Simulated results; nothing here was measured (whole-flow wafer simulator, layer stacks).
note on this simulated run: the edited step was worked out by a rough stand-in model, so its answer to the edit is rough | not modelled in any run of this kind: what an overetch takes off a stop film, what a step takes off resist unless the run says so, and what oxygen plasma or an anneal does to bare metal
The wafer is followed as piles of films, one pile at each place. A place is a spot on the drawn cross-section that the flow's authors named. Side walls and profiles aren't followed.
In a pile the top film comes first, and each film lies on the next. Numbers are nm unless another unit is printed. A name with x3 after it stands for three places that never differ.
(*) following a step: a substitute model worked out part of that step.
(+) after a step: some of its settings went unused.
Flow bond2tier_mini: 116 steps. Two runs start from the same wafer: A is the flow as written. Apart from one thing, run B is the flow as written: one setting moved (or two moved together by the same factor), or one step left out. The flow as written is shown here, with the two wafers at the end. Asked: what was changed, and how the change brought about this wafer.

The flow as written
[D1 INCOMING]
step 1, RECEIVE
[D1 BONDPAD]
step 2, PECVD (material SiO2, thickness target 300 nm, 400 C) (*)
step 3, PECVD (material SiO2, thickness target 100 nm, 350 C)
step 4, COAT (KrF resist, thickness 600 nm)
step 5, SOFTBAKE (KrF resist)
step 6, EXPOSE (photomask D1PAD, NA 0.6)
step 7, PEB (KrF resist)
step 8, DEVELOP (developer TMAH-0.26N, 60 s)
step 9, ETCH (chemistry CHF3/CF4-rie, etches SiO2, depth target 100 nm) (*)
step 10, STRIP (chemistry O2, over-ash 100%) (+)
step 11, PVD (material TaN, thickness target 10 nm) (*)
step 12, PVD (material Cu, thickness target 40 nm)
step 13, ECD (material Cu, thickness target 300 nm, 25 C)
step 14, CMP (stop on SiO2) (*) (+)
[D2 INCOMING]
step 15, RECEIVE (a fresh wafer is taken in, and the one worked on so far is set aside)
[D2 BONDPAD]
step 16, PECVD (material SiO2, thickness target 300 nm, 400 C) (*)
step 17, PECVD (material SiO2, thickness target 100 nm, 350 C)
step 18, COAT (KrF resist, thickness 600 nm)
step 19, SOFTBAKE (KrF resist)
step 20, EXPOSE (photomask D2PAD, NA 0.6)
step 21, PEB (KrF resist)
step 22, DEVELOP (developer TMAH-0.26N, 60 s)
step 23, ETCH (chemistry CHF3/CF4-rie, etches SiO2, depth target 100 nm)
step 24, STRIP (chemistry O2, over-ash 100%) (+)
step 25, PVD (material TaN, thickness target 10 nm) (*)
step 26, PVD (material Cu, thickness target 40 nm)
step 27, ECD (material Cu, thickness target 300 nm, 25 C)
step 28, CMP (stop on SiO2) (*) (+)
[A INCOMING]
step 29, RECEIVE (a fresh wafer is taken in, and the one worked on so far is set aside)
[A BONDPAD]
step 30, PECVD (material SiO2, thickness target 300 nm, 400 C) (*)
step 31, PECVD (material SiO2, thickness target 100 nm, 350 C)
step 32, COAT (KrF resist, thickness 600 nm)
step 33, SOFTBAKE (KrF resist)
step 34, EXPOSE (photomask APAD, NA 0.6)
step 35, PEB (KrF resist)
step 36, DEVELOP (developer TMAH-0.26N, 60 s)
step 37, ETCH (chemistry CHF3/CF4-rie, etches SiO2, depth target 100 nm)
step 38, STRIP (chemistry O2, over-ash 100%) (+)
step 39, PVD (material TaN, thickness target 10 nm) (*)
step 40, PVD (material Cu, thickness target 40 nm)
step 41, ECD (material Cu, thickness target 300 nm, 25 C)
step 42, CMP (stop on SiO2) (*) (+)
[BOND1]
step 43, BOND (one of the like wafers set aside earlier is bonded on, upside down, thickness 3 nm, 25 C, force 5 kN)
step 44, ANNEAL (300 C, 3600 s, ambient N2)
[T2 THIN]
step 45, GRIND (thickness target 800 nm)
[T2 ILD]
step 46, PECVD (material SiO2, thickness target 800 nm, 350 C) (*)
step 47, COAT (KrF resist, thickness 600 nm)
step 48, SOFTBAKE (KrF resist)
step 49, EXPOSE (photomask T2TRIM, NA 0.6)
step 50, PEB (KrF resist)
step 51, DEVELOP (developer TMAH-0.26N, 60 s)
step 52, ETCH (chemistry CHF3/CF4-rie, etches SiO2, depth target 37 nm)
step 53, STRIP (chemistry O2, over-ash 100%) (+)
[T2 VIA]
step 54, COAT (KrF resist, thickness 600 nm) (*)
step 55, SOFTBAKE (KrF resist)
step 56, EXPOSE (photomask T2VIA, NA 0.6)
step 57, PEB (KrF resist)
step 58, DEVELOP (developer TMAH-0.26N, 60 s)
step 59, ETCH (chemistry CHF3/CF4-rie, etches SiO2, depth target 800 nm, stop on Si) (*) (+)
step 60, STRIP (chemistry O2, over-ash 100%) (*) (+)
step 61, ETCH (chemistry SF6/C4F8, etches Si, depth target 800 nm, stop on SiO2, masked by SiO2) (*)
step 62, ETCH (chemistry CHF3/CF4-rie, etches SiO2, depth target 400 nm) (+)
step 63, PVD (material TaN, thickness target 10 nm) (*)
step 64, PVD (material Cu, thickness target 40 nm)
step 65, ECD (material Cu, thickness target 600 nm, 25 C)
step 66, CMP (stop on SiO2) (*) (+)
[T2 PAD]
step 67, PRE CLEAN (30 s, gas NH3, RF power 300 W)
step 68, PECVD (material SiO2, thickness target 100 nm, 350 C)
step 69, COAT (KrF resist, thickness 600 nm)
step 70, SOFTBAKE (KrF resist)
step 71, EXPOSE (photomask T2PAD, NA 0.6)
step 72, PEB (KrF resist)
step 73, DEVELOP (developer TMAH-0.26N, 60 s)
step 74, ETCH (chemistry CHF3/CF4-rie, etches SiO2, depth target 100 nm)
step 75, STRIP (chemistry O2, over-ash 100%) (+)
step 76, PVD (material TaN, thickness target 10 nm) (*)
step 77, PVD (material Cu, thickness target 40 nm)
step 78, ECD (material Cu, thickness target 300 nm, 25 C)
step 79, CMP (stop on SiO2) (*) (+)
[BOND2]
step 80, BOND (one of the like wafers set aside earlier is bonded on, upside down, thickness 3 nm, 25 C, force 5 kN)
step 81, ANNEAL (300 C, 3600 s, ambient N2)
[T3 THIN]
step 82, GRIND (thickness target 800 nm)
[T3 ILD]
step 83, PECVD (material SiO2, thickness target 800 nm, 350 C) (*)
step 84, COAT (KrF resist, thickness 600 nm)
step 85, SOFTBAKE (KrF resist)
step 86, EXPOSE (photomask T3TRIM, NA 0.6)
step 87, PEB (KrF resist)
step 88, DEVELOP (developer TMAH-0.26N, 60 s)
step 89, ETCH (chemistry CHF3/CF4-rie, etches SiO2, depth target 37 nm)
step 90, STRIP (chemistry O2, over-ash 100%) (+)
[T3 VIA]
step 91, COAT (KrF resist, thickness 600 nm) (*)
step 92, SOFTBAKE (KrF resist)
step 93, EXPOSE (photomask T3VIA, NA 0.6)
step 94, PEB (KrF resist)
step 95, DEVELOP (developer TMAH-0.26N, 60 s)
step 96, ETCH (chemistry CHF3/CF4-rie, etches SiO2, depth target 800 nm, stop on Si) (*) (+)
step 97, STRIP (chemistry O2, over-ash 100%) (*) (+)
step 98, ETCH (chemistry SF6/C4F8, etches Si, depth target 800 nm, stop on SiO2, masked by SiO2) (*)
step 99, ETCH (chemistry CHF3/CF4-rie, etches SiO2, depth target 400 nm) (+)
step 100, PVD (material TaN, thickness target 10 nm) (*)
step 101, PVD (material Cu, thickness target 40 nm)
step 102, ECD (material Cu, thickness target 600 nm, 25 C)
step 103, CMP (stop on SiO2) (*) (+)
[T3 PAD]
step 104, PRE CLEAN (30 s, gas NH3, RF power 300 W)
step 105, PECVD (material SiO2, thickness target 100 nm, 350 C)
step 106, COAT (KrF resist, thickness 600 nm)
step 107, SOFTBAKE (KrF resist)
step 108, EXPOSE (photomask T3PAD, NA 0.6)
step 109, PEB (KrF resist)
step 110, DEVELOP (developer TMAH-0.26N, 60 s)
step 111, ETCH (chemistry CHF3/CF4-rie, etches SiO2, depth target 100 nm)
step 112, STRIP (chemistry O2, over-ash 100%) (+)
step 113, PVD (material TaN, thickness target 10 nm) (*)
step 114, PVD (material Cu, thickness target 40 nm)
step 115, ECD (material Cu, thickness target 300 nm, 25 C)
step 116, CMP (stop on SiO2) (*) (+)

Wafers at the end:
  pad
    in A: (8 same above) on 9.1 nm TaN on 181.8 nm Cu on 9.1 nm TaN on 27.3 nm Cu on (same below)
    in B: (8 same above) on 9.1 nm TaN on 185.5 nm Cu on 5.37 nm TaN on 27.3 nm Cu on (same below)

The reason: step 76, PVD: thickness target 5.9 nm was run, though the flow has thickness target 10 nm.

Step by step, how the change led to this:
  step 76, PVD (material TaN, thickness target 10 nm) (*)
      field: A +10 TaN (new film) | B +5.9 TaN (new film)
      pad: A +9.1 TaN (new film) | B +5.37 TaN (new film)
  step 79, CMP (stop on SiO2) (*) (+)
      field: A -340 Cu (all of it), -10 TaN (all of it) | B -340 Cu (all of it), -5.9 TaN (all of it)
